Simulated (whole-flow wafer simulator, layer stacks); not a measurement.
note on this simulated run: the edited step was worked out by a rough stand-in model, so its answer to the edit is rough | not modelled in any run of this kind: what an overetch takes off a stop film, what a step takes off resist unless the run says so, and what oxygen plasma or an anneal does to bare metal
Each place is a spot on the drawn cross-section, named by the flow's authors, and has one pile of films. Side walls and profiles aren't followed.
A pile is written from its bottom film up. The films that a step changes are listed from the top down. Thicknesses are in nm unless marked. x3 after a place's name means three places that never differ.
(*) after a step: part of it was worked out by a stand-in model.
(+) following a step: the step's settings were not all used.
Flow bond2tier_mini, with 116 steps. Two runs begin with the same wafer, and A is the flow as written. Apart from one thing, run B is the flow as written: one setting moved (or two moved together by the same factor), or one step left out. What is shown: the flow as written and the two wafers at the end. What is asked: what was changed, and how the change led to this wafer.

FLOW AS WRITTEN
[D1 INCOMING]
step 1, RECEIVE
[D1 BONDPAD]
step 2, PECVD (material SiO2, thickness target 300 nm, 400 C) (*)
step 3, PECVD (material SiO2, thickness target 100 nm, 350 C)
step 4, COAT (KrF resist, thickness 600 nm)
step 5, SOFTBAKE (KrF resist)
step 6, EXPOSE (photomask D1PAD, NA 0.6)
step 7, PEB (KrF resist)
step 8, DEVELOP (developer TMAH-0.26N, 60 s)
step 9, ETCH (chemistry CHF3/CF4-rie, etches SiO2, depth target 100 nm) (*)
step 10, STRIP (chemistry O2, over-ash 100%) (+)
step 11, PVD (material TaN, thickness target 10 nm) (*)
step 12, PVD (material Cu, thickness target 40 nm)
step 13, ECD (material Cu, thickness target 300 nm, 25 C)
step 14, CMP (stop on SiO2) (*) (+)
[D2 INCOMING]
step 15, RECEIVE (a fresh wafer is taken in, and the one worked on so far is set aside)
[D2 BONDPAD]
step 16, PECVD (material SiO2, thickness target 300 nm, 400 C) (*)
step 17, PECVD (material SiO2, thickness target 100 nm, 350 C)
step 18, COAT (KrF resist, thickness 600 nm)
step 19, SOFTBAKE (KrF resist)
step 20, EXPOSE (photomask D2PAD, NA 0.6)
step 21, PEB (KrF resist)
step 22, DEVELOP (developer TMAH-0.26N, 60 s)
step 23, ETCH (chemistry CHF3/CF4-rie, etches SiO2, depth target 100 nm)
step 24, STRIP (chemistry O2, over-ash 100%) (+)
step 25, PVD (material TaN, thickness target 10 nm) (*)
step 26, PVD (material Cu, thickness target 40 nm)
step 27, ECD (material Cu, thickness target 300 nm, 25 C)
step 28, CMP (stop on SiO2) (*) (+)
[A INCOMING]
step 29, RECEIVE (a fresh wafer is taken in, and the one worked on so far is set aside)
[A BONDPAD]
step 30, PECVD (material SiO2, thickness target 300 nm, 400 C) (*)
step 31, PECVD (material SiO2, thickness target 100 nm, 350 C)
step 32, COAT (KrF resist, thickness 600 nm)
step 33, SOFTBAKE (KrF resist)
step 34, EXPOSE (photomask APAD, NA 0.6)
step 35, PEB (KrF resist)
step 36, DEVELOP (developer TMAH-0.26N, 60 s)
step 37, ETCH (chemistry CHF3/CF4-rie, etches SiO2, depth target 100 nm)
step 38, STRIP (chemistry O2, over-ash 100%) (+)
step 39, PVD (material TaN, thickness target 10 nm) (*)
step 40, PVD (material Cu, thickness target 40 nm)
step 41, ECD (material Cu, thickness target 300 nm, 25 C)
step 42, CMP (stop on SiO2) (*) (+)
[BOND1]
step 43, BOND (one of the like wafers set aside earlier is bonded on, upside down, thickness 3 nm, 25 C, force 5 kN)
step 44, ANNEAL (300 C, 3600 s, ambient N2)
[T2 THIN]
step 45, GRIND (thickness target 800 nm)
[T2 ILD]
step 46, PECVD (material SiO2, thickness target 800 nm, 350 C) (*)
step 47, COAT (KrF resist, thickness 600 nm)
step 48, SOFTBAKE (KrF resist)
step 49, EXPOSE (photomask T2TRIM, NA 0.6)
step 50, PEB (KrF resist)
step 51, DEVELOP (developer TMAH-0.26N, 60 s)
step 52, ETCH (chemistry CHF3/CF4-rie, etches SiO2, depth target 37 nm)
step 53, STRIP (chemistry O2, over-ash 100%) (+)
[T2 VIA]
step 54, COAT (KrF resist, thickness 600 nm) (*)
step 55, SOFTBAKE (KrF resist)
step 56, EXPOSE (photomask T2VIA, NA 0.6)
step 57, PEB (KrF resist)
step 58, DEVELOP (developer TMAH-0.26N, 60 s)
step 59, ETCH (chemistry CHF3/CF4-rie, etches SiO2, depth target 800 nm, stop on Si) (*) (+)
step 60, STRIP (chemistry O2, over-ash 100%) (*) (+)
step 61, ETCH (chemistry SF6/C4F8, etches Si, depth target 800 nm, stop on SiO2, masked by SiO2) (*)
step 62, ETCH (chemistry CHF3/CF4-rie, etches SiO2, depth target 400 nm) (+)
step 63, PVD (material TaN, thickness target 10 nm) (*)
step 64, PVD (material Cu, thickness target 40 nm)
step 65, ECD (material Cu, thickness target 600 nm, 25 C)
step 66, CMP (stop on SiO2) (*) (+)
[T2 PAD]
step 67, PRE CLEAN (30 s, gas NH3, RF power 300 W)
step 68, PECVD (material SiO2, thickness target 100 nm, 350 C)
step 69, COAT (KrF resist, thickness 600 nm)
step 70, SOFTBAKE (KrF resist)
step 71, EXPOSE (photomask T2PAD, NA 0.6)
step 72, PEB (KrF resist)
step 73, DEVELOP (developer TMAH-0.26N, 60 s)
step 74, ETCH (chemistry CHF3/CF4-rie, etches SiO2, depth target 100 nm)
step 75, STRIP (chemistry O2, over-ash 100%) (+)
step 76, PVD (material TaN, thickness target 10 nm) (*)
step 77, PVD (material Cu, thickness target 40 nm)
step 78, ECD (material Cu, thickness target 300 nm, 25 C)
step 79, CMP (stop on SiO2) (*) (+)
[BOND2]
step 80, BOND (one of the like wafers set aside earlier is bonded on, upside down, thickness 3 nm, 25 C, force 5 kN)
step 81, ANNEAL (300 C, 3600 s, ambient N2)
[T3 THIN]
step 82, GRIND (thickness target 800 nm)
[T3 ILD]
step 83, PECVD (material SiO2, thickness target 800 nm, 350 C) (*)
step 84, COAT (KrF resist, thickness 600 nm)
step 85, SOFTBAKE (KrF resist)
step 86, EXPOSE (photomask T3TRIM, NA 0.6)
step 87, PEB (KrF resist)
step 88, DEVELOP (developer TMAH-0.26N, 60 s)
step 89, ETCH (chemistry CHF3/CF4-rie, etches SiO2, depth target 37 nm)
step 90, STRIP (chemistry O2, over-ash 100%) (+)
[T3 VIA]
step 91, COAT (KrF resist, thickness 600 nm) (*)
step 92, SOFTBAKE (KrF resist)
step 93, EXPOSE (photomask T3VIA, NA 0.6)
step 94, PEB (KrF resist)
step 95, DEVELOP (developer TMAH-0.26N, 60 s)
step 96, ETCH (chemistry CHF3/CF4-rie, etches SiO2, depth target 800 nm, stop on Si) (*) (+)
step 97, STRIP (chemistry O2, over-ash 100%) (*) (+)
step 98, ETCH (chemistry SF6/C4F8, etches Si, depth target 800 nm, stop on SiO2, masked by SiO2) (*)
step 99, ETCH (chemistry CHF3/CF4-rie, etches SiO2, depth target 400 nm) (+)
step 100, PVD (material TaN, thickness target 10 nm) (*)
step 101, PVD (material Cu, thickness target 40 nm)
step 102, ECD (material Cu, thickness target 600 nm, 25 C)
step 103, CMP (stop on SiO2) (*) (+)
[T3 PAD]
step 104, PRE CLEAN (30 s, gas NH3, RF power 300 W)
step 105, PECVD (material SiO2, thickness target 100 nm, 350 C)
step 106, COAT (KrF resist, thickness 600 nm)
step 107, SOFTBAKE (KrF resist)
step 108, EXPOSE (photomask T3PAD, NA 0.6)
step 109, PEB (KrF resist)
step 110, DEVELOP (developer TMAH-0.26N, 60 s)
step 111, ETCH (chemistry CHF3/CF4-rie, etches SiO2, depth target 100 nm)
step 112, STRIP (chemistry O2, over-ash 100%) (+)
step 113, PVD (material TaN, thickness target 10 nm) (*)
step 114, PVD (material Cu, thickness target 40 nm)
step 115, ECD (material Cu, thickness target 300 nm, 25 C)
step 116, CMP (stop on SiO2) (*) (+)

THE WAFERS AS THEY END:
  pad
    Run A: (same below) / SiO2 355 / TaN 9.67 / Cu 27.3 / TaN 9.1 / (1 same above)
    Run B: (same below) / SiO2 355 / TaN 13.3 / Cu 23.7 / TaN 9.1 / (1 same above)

Cause: step 100, PVD: thickness target 13.8 nm was run, while the flow as written has thickness target 10 nm.

Step by step, how the change led to this:
  step 100, PVD (material TaN, thickness target 10 nm) (*)
      field: A TaN gains 10 (new film) | B TaN gains 13.8 (new film)
      pad: A TaN gains 9.67 (new film) | B TaN gains 13.3 (new film)
  step 103, CMP (stop on SiO2) (*) (+)
      field: A Cu loses 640 (all of it), TaN loses 10 (all of it) | B Cu loses 640 (all of it), TaN loses 13.8 (all of it)
